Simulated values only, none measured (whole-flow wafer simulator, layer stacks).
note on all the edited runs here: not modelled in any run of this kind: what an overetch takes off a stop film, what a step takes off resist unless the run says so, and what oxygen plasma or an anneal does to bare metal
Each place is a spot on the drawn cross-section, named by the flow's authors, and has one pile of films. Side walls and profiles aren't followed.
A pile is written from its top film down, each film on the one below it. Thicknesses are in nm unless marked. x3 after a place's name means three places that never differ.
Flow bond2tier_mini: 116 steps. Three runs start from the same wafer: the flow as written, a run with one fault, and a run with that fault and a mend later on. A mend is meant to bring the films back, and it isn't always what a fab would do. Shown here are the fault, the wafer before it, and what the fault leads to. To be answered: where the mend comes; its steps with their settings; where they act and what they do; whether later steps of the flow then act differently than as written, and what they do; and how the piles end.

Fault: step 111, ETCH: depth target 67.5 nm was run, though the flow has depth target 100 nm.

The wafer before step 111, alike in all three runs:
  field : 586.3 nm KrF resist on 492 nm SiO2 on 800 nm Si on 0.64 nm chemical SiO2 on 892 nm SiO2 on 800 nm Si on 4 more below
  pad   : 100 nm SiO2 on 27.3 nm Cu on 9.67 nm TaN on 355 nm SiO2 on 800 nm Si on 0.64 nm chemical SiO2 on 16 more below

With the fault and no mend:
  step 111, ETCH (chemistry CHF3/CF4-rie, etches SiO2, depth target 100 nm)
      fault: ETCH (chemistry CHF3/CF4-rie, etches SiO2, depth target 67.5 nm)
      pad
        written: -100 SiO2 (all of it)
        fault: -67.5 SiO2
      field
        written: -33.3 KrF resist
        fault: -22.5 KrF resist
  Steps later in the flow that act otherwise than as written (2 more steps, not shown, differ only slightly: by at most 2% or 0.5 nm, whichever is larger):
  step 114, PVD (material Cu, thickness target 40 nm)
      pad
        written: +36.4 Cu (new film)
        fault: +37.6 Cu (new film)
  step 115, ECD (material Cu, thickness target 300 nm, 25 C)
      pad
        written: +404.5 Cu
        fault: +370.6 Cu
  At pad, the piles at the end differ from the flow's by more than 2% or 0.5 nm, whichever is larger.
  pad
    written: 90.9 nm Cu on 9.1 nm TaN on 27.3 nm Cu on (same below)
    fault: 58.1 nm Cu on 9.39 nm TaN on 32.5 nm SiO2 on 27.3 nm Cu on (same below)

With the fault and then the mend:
  After step 111 comes the mend.
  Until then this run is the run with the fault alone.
  step 111a, ETCH (chemistry CHF3/CF4-rie, etches SiO2, depth target 32.5 nm) (the flow's step 111, run once more with other settings)
      field
        -10.8 KrF resist
      pad
        -32.5 SiO2 (all of it)
  None of the later steps of the flow acts differently than as written at any place that is followed.
  By the end, the piles equal the flow's at every place that both follow.
